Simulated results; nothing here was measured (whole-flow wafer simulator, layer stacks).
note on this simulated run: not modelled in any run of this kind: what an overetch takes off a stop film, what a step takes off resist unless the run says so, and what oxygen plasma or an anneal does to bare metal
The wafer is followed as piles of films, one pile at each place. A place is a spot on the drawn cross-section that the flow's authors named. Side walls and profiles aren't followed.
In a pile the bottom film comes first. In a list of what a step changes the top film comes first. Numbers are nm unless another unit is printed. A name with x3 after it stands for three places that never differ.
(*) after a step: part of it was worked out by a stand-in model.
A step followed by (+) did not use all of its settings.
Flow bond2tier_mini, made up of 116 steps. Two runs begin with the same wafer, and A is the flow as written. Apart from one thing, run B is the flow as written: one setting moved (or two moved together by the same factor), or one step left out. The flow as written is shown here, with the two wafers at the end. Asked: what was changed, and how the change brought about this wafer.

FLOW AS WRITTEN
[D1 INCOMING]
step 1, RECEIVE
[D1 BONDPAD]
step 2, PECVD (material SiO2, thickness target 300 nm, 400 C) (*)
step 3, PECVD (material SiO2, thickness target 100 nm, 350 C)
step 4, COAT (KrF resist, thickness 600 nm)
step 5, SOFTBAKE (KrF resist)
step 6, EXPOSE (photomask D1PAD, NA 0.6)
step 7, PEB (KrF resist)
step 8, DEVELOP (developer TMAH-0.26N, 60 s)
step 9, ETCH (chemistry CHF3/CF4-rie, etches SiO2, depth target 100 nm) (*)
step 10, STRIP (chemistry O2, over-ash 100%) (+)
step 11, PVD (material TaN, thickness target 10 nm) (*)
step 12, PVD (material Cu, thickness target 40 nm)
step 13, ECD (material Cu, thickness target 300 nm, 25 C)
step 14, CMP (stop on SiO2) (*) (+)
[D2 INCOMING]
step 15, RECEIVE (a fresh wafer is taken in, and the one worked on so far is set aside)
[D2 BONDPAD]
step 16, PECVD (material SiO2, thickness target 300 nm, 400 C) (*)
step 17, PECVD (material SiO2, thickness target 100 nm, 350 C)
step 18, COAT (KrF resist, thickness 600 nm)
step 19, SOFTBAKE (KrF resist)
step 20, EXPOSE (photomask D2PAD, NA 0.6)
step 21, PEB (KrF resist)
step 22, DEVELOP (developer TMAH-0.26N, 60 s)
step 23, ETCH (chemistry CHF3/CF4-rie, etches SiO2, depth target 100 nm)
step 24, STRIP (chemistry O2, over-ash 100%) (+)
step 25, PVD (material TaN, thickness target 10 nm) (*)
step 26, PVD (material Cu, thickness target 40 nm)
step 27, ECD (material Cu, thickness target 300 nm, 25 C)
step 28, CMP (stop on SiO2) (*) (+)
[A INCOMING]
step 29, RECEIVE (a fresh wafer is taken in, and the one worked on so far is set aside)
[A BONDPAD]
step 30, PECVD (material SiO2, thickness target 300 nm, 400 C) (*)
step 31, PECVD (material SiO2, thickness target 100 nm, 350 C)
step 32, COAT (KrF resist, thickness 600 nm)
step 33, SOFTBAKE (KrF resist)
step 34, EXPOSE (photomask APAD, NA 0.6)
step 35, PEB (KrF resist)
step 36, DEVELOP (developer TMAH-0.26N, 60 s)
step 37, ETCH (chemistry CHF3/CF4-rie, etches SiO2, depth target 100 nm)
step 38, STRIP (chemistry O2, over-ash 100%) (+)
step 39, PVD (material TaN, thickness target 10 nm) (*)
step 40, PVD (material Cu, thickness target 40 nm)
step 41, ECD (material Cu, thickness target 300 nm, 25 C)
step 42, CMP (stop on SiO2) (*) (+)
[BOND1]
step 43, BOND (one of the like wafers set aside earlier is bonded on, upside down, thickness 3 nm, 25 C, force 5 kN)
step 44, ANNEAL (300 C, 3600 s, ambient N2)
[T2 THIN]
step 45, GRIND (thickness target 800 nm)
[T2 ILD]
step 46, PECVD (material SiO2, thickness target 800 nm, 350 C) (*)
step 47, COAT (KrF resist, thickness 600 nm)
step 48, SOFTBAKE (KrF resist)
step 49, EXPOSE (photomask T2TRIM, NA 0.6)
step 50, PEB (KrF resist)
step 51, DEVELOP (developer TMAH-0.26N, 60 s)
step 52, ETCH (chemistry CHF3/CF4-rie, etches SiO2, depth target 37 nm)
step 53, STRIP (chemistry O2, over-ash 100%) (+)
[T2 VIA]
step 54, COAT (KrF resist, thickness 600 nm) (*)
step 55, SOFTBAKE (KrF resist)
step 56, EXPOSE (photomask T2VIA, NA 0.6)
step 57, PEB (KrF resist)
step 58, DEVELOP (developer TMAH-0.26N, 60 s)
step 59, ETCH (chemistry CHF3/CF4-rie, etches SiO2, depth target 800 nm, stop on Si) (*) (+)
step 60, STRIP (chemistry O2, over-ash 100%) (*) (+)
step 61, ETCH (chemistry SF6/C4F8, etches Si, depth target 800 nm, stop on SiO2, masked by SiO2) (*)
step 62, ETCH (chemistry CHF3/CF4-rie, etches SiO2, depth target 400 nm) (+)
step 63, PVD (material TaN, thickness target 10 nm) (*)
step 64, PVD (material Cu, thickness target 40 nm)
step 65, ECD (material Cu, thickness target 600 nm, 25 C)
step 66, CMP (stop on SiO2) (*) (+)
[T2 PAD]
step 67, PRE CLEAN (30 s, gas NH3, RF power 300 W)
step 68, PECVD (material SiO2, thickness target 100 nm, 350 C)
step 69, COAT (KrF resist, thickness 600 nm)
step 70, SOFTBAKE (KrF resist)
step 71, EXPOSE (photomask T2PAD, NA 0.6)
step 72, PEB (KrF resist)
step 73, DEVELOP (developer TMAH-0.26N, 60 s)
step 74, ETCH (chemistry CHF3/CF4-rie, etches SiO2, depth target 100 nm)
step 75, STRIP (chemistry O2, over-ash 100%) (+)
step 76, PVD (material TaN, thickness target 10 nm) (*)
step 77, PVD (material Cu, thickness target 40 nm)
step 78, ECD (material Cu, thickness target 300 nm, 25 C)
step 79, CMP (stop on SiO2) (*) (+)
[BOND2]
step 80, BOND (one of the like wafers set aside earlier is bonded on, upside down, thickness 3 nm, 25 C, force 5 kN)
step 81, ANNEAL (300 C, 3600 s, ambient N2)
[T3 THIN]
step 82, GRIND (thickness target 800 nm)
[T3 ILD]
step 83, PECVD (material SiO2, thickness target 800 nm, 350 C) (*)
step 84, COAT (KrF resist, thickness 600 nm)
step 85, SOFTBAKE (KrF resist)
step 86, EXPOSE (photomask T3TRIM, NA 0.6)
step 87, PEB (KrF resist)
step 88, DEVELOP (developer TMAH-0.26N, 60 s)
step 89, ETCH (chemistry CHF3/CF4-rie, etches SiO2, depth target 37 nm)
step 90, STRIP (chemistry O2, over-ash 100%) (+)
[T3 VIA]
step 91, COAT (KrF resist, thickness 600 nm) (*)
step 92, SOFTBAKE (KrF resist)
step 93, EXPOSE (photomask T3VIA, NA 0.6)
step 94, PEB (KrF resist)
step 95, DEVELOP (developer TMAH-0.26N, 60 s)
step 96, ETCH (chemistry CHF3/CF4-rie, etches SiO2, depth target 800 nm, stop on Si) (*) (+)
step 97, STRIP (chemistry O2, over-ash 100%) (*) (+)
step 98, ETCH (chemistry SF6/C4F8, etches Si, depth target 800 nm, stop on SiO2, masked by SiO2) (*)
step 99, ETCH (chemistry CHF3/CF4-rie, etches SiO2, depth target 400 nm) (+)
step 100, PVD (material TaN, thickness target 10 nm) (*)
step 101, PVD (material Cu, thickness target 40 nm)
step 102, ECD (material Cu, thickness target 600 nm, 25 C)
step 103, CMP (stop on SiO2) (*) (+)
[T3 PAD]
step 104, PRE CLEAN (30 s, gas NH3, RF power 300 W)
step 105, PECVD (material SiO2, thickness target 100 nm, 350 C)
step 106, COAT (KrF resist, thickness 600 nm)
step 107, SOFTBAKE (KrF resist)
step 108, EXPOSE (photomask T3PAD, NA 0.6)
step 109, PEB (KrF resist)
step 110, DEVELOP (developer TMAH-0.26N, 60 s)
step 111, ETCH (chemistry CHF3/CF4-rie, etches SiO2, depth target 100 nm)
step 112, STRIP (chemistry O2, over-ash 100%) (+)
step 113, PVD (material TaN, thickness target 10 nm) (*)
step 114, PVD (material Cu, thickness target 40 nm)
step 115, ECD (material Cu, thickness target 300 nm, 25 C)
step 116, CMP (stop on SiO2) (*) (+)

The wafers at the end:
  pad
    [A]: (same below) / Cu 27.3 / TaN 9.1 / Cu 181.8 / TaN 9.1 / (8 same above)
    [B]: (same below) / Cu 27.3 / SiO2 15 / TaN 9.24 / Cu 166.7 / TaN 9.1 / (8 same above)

Cause: step 74, ETCH: depth target 85 nm was run, though the flow has depth target 100 nm.

How this came from the change, step by step:
  step 74, ETCH (chemistry CHF3/CF4-rie, etches SiO2, depth target 100 nm)
      pad: A -100 SiO2 (all of it) | B -85 SiO2
      field: A -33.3 KrF resist | B -28.3 KrF resist
  step 78, ECD (material Cu, thickness target 300 nm, 25 C)
      pad: A +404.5 Cu | B +388.8 Cu
Taking metal films that touch as one body, pad has 4 bodies (between them, from the top down: SiO2 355 / Si 800 / chemical SiO2 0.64 / SiO2 300; SiO2 15; SiO2 355 / Si 800 / chemical SiO2 0.64 / SiO2 300); the flow as written gives 3 bodies (between them, from the top down: SiO2 355 / Si 800 / chemical SiO2 0.64 / SiO2 300; SiO2 355 / Si 800 / chemical SiO2 0.64 / SiO2 300).
